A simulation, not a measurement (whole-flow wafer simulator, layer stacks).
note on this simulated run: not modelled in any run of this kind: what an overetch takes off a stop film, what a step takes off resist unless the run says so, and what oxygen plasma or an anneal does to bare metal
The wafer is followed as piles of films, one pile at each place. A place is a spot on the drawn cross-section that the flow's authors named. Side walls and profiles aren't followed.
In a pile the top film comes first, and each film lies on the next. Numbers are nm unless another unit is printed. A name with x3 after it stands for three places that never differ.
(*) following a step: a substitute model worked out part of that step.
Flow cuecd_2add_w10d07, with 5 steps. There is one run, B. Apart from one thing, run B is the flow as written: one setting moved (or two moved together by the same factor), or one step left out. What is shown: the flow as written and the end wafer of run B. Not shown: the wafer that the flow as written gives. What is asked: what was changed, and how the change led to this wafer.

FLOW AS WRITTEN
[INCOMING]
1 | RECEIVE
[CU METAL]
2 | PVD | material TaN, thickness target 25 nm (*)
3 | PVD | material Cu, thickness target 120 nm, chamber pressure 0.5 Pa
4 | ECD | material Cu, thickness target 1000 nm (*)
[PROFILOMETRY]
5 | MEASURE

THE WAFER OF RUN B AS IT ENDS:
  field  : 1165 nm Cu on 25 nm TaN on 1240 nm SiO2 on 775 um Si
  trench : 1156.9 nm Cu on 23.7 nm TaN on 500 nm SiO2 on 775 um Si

The reason: step 3, PVD: thickness target 165 nm was run, though the flow has thickness target 120 nm.

How this came from the change, step by step:
  3 | PVD | material Cu, thickness target 120 nm, chamber pressure 0.5 Pa
      field: Cu gains 165 (new film) (it would be, as written: Cu gains 120 (new film))
      trench: Cu gains 156.9 (new film) (it would be, as written: Cu gains 114 (new film))
